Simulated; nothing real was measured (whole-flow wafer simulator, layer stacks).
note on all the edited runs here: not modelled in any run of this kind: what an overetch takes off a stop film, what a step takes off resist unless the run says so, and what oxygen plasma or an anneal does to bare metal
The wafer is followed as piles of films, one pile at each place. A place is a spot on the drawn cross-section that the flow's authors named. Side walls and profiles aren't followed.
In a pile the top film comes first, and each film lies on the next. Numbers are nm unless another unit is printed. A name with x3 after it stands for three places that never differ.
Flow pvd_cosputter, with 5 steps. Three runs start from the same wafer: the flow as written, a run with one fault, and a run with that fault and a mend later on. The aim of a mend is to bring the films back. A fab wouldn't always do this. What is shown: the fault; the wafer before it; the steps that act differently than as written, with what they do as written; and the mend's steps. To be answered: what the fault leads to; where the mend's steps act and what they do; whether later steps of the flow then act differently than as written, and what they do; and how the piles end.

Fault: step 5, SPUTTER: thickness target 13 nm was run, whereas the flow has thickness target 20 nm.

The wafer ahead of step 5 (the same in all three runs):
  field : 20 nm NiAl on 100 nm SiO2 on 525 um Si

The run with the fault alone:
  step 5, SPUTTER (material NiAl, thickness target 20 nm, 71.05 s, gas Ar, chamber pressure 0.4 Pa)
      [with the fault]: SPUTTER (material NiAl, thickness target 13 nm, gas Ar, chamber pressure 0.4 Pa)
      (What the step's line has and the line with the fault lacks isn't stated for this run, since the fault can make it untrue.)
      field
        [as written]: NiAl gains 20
        [with the fault]: NiAl gains 13
  None of the later steps of the flow acts differently than as written at any place that is followed.
  The piles end different from the flow's at field by more than 2% or 0.5 nm, whichever is larger.
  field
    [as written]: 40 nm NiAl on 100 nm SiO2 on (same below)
    [with the fault]: 33 nm NiAl on 100 nm SiO2 on (same below)

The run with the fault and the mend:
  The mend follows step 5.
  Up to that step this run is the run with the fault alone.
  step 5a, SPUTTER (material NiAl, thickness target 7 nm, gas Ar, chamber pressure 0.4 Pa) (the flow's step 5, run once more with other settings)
      field
        NiAl gains 7
  None of the later steps of the flow acts differently than as written at any place that is followed.
  By the end, the piles equal the flow's at every place that both follow.
